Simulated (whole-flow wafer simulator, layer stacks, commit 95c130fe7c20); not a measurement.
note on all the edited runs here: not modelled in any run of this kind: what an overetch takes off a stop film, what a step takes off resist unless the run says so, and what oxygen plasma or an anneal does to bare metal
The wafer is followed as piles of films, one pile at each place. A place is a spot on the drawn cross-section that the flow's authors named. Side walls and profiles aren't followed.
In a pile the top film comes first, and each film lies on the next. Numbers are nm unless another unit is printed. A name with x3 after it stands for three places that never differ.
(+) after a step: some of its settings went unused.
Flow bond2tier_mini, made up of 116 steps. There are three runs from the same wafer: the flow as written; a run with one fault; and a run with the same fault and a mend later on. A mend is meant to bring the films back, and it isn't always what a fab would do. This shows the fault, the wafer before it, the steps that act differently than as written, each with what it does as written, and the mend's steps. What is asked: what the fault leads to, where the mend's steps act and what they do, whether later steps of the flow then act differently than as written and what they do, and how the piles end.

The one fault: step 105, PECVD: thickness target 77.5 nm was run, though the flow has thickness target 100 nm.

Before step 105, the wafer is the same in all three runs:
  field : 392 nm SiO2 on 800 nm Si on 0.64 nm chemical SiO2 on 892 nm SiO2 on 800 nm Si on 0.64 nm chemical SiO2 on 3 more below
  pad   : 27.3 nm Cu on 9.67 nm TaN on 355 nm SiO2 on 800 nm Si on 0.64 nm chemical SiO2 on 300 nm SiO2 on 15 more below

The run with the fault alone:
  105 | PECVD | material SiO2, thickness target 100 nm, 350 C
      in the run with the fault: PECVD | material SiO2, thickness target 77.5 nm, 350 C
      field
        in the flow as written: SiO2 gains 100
        in the run with the fault: SiO2 gains 77.5
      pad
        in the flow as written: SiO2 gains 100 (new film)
        in the run with the fault: SiO2 gains 77.5 (new film)
  Steps further on in the flow that do not act as written (not shown: 1 more step that differs only slightly, by at most 2% or 0.5 nm, whichever is larger):
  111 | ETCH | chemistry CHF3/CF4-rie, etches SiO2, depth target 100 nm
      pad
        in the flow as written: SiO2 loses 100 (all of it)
        in the run with the fault: SiO2 loses 77.5 (all of it), Cu loses 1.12
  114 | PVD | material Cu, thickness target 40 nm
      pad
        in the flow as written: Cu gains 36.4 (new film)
        in the run with the fault: Cu gains 37.2 (new film)
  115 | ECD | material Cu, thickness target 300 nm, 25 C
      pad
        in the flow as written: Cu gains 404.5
        in the run with the fault: Cu gains 382.1
  The piles end different from the flow's at field, pad by more than 2% or 0.5 nm, whichever is larger.
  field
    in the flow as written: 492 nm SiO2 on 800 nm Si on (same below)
    in the run with the fault: 469.5 nm SiO2 on 800 nm Si on (same below)
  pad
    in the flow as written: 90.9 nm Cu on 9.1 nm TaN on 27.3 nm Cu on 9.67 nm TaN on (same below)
    in the run with the fault: 69.3 nm Cu on 9.34 nm TaN on 26.2 nm Cu on 9.67 nm TaN on (same below)

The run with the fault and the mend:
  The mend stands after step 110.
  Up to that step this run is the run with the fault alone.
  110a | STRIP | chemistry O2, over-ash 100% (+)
      field
        KrF resist loses 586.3 (all of it)
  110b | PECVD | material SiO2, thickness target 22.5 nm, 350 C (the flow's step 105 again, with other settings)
      field, pad
        SiO2 gains 22.5
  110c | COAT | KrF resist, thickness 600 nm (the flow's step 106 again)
      field, pad
        KrF resist gains 600 (new film)
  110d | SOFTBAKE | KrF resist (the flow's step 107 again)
      alters no film at any place that is followed
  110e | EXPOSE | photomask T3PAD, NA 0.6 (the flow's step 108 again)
      alters no film at any place that is followed
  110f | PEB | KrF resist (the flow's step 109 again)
      alters no film at any place that is followed
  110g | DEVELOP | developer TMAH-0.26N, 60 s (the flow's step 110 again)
      field
        KrF resist loses 13.7
      pad
        KrF resist loses 600 (all of it)
  Every later step of the flow that is run acts as written at every place that is followed.
  The piles end the same as the flow's at every place that both follow.
